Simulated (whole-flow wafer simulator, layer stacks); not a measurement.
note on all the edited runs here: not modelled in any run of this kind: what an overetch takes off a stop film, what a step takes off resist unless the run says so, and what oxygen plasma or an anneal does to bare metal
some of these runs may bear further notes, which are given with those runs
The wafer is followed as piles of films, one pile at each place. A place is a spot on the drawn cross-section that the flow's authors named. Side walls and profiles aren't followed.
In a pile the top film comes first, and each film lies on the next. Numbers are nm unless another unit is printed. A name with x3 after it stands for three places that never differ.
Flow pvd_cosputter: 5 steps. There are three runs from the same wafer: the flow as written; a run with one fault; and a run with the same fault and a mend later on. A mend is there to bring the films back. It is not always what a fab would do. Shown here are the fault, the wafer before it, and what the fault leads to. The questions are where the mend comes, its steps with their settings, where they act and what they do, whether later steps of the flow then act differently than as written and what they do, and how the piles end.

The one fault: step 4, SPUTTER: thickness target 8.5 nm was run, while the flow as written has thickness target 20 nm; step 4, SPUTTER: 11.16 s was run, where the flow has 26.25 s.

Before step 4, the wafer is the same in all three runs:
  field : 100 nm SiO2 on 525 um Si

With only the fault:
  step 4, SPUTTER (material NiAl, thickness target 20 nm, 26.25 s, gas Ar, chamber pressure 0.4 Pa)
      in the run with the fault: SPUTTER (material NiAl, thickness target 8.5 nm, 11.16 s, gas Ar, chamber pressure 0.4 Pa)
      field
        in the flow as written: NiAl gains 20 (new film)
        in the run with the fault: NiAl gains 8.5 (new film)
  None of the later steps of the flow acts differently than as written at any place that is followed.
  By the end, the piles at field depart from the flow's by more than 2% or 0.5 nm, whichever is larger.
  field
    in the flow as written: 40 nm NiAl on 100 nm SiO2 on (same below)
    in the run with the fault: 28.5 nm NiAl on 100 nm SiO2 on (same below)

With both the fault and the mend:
  After step 4 comes the mend.
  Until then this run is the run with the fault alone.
  step 4a, SPUTTER (material NiAl, thickness target 11.5 nm, 15.09 s, gas Ar, chamber pressure 0.4 Pa) (the flow's step 4 again, with other settings)
      field
        NiAl gains 11.5
  None of the later steps of the flow acts differently than as written at any place that is followed.
  The piles end the same as the flow's at every place that both follow.
